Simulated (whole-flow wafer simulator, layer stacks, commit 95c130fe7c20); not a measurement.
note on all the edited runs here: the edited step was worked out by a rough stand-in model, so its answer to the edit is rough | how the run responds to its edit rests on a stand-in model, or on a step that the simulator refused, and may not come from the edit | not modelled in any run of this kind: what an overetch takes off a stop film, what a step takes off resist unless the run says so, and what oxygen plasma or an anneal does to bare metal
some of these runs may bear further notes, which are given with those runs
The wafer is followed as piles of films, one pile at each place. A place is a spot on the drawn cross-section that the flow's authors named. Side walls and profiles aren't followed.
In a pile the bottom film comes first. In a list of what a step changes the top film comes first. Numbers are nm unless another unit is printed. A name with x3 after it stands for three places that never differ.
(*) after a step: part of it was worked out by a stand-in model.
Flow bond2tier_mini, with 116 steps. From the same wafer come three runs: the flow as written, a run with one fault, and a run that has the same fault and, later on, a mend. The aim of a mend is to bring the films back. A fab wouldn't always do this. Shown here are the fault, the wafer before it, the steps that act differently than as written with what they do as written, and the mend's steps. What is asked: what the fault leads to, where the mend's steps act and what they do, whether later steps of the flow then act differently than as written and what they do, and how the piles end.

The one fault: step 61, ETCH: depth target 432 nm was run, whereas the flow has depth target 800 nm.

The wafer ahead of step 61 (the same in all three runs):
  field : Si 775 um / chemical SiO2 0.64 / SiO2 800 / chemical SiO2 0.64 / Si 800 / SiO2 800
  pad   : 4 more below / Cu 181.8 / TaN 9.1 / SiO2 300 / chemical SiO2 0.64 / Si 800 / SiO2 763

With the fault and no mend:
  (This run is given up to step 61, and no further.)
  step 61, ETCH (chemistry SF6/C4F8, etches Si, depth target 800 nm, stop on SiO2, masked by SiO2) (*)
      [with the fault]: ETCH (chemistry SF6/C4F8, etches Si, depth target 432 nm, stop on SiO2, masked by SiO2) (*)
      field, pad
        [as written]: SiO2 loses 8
        [with the fault]: SiO2 loses 4.32
  The piles after step 61 are only slightly different from the flow's at the places that both follow, by no more than 2% or 0.5 nm, whichever is larger.

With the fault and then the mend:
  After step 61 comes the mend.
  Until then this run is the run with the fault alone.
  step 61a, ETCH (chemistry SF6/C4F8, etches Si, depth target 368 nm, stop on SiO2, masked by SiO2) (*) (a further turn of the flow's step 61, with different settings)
      field, pad
        SiO2 loses 3.68
  Every later step of the flow that is run acts as written at every place that is followed.
  At every place that both follow, the piles at the end match the flow's.
